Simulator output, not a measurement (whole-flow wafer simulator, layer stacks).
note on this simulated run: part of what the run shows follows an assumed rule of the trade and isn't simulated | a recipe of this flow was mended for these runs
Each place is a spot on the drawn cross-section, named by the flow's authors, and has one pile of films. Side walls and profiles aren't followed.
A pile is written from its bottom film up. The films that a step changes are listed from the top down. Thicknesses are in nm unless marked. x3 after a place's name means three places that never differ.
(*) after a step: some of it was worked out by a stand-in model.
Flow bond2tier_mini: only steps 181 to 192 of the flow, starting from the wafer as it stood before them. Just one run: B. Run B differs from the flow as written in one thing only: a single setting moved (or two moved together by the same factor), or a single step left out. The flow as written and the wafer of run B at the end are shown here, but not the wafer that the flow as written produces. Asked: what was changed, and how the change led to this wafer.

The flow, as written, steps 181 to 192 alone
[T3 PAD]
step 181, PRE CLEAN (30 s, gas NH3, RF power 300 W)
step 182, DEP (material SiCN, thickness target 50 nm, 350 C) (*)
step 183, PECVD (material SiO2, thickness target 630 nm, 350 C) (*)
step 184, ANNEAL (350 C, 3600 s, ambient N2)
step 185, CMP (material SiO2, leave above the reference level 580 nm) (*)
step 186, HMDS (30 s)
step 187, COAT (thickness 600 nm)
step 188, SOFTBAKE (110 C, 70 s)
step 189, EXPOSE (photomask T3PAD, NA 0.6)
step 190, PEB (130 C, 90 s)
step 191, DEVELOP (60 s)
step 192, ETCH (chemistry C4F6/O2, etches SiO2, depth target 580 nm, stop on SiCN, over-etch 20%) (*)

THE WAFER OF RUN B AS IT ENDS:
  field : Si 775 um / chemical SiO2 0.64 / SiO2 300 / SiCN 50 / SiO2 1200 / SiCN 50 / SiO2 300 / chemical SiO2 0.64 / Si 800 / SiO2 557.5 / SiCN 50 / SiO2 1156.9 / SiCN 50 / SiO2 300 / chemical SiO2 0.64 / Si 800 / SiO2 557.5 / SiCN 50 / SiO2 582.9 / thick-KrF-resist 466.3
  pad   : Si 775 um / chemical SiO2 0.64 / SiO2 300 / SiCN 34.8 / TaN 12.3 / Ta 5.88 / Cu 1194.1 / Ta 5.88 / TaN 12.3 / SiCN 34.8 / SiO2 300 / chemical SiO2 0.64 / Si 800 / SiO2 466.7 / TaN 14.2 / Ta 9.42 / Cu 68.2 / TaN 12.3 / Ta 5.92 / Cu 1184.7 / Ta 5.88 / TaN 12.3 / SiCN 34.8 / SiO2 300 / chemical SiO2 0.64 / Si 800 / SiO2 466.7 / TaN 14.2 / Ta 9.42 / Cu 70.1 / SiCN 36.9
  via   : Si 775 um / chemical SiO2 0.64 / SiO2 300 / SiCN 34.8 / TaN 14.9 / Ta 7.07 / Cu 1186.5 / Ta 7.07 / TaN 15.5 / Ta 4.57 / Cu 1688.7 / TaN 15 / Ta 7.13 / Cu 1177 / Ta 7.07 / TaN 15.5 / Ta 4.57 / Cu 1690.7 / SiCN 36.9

What caused this: step 192, ETCH: depth target 548.3 nm was run, while the flow as written has depth target 580 nm.

Step by step, how the change led to this:
  step 192, ETCH (chemistry C4F6/O2, etches SiO2, depth target 580 nm, stop on SiCN, over-etch 20%) (*)
      pad, via: -580 SiO2 (all of it), -13.1 SiCN (in the flow as written it would be: -580 SiO2 (all of it), -19.6 SiCN)
      field: -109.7 thick-KrF-resist (in the flow as written it would be: -116 thick-KrF-resist)
